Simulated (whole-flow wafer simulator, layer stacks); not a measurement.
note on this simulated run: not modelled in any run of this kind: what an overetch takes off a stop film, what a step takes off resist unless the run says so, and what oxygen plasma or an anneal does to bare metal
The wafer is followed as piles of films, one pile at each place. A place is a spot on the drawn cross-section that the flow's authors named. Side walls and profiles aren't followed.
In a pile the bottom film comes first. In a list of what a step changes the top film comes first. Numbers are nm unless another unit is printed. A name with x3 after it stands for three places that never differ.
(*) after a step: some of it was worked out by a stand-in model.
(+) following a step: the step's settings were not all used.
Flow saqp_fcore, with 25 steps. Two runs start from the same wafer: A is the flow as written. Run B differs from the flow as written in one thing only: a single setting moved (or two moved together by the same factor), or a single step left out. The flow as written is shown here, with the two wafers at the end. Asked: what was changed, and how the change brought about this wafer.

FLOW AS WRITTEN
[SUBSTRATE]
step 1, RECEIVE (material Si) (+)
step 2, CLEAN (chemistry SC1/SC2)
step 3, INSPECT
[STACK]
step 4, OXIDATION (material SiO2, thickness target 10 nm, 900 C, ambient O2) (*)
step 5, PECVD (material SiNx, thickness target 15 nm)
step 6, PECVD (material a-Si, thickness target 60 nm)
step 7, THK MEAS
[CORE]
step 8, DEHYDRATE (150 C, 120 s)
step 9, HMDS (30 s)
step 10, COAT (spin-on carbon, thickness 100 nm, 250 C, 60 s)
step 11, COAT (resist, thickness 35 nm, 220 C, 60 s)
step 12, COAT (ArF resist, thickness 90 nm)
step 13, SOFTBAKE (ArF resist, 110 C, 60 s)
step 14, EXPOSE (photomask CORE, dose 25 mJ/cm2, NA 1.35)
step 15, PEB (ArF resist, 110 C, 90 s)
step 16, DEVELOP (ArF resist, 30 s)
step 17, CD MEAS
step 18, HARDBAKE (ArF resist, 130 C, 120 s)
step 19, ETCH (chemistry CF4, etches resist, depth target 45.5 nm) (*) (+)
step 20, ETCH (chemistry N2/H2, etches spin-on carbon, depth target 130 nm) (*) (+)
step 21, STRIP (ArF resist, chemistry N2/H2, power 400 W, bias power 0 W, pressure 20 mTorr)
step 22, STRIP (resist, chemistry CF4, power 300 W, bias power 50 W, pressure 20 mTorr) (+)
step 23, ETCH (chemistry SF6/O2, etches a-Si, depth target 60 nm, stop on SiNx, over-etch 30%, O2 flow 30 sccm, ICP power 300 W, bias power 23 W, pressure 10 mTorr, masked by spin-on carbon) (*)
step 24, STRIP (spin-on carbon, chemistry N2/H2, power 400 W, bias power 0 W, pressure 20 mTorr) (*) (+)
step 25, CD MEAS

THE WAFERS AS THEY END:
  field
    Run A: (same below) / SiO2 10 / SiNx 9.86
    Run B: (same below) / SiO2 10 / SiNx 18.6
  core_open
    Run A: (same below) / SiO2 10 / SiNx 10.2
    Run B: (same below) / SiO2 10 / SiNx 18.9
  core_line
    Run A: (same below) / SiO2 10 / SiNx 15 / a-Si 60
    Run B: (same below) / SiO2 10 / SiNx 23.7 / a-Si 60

The reason: step 5, PECVD: thickness target 23.7 nm was run, whereas the flow has thickness target 15 nm.
The wafer lets one read it off: core_line has SiNx 23.7, and step 5 as written asks for 15 nm.

The path from the change to this, step by step:
  step 5, PECVD (material SiNx, thickness target 15 nm)
      field, core_open, core_line: A SiNx gains 15 (new film) | B SiNx gains 23.7 (new film)
